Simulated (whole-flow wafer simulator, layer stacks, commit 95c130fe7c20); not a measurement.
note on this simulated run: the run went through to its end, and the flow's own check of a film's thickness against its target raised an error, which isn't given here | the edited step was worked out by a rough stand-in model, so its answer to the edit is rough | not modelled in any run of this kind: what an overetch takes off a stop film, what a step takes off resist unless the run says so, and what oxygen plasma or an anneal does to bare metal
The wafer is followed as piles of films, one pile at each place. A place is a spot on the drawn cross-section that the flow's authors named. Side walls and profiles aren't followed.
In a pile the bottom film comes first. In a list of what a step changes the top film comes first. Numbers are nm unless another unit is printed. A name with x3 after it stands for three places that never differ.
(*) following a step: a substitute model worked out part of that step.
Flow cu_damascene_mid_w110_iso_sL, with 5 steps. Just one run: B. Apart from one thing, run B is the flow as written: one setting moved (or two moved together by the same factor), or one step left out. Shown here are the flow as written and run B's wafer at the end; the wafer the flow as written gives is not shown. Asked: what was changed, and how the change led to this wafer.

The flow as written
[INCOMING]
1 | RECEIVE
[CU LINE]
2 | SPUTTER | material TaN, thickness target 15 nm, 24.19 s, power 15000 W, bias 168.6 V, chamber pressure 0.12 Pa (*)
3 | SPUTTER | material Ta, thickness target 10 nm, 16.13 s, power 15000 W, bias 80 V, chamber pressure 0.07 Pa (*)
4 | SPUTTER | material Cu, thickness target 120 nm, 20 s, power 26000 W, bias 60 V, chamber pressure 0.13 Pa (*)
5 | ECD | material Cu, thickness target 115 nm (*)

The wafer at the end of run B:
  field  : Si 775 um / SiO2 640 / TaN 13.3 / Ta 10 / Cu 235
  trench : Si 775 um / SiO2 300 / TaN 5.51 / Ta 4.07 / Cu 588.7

Cause: step 2, SPUTTER: power 13260 W was run, whereas the flow has power 15000 W.

How this came from the change, step by step:
  2 | SPUTTER | material TaN, thickness target 15 nm, 24.19 s, power 15000 W, bias 168.6 V, chamber pressure 0.12 Pa (*)
      field: +13.3 TaN (new film) (it would be, as written: +15 TaN (new film))
      trench: +5.51 TaN (new film) (it would be, as written: +6.23 TaN (new film))
